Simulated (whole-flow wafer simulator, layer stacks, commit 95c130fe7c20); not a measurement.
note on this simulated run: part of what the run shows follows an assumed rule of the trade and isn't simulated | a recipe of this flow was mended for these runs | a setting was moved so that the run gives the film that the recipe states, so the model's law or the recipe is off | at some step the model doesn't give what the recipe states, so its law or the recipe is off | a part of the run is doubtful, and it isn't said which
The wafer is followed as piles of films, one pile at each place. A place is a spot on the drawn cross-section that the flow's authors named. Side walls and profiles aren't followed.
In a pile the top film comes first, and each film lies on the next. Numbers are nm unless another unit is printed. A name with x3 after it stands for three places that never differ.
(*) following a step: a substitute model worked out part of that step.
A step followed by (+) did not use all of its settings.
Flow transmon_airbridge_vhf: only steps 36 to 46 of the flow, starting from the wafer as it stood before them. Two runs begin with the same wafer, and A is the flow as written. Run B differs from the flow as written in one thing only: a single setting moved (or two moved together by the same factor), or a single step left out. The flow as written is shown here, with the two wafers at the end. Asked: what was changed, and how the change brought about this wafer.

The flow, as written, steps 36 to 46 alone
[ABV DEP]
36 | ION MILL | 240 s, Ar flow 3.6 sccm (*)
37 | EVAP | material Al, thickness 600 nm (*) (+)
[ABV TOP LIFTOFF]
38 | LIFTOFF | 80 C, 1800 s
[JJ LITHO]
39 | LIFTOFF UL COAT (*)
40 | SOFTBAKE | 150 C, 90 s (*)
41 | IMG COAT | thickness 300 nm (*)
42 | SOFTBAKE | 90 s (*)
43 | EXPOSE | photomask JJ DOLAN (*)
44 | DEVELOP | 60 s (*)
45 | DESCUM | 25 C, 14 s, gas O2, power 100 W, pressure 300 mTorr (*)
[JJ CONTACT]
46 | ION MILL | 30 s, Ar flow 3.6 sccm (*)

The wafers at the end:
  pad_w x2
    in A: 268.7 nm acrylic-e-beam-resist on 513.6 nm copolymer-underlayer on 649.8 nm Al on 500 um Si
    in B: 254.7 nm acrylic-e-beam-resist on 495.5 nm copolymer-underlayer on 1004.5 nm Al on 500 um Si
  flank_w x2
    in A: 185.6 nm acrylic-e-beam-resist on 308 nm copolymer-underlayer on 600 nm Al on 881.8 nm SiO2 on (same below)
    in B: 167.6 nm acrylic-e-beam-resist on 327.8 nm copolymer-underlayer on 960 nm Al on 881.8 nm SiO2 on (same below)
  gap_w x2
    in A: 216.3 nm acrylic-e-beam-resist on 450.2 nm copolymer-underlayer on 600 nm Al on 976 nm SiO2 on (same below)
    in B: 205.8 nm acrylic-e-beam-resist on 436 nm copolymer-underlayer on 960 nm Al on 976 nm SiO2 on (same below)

What caused this: step 37, EVAP: thickness 960 nm was run, though the flow has thickness 600 nm.
One can read it off the wafer: flank_w x2 has Al 960, and step 37 as written asks for 600 nm.

Step by step, how the change led to this:
  37 | EVAP | material Al, thickness 600 nm (*) (+)
      field x3, jj_line, ground_far and 10 more: A Al gains 600 (new film) | B Al gains 960 (new film)
      pad_w x2: A Al gains 591.1 | B Al gains 945.8
  38 | LIFTOFF | 80 C, 1800 s
      field x3, jj_line, trace_open_s x2: A Al loses 600 (all of it), i-line-resist loses 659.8 (all of it), lift-off-underlayer loses 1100 (all of it), acrylic-e-beam-resist loses 240 (all of it) | B Al loses 960 (all of it), i-line-resist loses 659.8 (all of it), lift-off-underlayer loses 1100 (all of it), acrylic-e-beam-resist loses 240 (all of it)
      margin_s, margin_n: A Al loses 600 (all of it), i-line-resist loses 378.2 (all of it), lift-off-underlayer loses 823.4 (all of it), acrylic-e-beam-resist loses 168.6 (all of it) | B Al loses 960 (all of it), i-line-resist loses 378.2 (all of it), lift-off-underlayer loses 823.4 (all of it), acrylic-e-beam-resist loses 168.6 (all of it)
      (also at 1 further place)
  39 | LIFTOFF UL COAT (*)
      pad_w x2: A copolymer-underlayer gains 513.6 (new film) | B copolymer-underlayer gains 495.5 (new film)
      flank_w x2: A copolymer-underlayer gains 308 (new film) | B copolymer-underlayer gains 327.8 (new film)
      (also at 6 further places)
  41 | IMG COAT | thickness 300 nm (*)
      pad_w x2: A acrylic-e-beam-resist gains 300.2 (new film) | B acrylic-e-beam-resist gains 286.2 (new film)
      flank_w x2: A acrylic-e-beam-resist gains 217.1 (new film) | B acrylic-e-beam-resist gains 199.1 (new film)
      (also at 6 further places)
